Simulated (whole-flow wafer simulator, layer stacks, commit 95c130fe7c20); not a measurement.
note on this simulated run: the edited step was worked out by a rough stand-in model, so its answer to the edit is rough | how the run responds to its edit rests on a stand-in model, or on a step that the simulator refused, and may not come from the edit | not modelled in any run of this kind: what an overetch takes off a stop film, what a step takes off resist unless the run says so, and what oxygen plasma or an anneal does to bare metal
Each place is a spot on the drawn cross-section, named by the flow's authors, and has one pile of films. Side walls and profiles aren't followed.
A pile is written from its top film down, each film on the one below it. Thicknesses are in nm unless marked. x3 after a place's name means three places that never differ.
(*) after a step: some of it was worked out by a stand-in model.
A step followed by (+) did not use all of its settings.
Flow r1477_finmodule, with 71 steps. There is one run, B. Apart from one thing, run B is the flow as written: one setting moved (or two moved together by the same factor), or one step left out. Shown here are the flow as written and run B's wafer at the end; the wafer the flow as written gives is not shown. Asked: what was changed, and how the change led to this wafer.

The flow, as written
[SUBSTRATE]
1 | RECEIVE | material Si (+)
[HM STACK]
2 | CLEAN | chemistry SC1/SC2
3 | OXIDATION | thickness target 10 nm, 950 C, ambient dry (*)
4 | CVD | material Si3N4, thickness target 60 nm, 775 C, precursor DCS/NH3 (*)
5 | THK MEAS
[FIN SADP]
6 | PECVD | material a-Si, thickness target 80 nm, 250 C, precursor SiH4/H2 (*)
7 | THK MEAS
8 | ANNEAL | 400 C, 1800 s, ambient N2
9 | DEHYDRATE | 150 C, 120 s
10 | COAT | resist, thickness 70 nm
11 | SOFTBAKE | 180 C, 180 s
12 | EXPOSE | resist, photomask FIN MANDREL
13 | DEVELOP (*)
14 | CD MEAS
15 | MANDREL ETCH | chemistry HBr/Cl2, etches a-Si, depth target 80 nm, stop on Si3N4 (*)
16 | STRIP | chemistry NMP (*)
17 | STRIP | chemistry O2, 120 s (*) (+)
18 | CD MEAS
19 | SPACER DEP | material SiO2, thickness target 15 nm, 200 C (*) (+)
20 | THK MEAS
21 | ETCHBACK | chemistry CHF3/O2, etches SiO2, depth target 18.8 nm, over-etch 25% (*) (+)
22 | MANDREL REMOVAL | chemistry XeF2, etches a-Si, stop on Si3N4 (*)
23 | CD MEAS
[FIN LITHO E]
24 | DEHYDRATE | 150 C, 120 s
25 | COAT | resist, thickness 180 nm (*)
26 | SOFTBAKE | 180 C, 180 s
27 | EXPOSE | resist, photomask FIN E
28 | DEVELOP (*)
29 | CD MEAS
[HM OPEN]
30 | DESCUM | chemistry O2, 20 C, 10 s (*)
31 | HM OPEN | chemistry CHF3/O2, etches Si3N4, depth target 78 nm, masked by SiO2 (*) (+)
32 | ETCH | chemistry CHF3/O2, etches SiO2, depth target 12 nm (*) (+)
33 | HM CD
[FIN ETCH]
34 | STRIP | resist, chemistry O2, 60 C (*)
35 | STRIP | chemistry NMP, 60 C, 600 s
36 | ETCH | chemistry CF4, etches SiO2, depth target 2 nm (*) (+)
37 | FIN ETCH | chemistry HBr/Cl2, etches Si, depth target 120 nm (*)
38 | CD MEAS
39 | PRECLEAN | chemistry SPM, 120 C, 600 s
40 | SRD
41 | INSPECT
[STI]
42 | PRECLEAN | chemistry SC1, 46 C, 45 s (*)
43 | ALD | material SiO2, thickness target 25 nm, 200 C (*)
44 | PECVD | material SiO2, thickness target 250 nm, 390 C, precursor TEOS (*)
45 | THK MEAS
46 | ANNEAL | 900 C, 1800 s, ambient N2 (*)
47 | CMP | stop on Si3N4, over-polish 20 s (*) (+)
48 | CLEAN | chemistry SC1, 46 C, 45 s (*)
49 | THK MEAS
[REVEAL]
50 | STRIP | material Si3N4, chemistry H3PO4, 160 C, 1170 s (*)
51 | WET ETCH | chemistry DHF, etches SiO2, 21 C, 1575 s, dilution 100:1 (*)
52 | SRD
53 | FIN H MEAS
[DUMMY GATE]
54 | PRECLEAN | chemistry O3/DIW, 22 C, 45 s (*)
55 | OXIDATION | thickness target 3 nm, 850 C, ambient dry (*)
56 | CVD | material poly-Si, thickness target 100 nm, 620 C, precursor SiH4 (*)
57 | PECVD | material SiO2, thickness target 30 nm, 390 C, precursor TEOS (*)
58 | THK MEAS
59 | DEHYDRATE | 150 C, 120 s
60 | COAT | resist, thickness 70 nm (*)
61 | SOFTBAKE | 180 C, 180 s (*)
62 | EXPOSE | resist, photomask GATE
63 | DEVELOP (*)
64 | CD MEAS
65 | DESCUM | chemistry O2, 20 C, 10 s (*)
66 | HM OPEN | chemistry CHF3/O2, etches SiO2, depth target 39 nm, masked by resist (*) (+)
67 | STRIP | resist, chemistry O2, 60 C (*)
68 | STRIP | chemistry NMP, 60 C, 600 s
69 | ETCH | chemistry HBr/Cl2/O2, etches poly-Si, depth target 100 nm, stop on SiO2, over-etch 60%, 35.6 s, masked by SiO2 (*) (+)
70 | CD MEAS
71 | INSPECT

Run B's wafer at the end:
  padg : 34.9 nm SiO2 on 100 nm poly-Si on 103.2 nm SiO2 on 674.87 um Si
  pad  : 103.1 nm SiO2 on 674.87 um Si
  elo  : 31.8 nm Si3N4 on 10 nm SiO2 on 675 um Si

Cause: step 57, PECVD: thickness target 40.2 nm was run, though the flow has thickness target 30 nm.

The path from the change to this, step by step:
  57 | PECVD | material SiO2, thickness target 30 nm, 390 C, precursor TEOS (*)
      pad, padg, elg and 33 more: +40.2 SiO2 (new film) (in the flow as written it would be: +30 SiO2 (new film))
  66 | HM OPEN | chemistry CHF3/O2, etches SiO2, depth target 39 nm, masked by resist (*) (+)
      pad, elo, eso and 15 more: -39 SiO2 (in the flow as written it would be: -30 SiO2 (all of it), -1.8 poly-Si)
  67 | STRIP | resist, chemistry O2, 60 C (*)
      pad, elo, eso and 15 more: nothing (in the flow as written it would be: +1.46 chemical SiO2 (new film), -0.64 poly-Si)
  69 | ETCH | chemistry HBr/Cl2/O2, etches poly-Si, depth target 100 nm, stop on SiO2, over-etch 60%, 35.6 s, masked by SiO2 (*) (+)
      pad, eso, e40so and 8 more: -1.2 SiO2 (all of it), -100 poly-Si (all of it), -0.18 SiO2 (in the flow as written it would be: -1.46 chemical SiO2 (all of it), -97.6 poly-Si (all of it), -0.42 SiO2)
      elo, e40lo, e100lo, e200lo: -1.2 SiO2 (all of it), -100 poly-Si (all of it) (in the flow as written it would be: -1.46 chemical SiO2 (all of it), -97.6 poly-Si (all of it), -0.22 Si3N4)
      (as well as at 3 more places)
